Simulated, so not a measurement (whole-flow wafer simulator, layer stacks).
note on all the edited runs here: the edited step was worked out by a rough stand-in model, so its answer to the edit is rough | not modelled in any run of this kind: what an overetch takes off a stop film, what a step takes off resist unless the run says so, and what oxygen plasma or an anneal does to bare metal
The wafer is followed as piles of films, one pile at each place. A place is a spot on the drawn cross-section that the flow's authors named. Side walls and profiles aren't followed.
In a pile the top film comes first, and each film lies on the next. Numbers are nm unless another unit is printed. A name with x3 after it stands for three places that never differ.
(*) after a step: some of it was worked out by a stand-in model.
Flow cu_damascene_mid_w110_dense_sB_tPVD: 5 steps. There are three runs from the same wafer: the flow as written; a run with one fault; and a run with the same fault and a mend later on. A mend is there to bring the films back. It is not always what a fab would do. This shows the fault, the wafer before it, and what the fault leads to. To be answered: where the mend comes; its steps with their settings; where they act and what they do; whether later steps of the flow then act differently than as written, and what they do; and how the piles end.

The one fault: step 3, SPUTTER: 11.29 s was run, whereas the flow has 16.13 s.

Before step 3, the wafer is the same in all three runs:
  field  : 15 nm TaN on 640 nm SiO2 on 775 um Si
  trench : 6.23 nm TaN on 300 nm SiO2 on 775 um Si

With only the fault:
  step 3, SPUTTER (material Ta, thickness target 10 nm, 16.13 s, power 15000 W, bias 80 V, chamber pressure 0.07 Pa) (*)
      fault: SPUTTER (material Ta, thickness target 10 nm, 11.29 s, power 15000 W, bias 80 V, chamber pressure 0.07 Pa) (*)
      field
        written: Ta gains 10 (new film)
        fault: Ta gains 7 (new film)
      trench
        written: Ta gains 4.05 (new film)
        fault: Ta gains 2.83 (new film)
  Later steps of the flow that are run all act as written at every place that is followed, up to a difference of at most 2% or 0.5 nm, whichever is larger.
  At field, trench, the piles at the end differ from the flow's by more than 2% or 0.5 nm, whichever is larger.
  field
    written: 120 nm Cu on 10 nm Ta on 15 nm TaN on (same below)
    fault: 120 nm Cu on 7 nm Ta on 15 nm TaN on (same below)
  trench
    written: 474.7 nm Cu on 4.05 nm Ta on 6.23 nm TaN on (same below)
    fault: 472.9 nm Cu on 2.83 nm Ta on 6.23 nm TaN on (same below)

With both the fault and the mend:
  The mend stands after step 3.
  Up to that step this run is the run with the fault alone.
  step 3a, SPUTTER (material Ta, thickness target 10 nm, 4.84 s, power 15000 W, bias 80 V, chamber pressure 0.07 Pa) (*) (the flow's step 3, run once more with other settings)
      field
        Ta gains 3
      trench
        Ta gains 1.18
  Later steps of the flow that are run all act as written at every place that is followed, up to a difference of at most 2% or 0.5 nm, whichever is larger.
  The piles end only slightly different from the flow's at the places that both follow, by no more than 2% or 0.5 nm, whichever is larger.
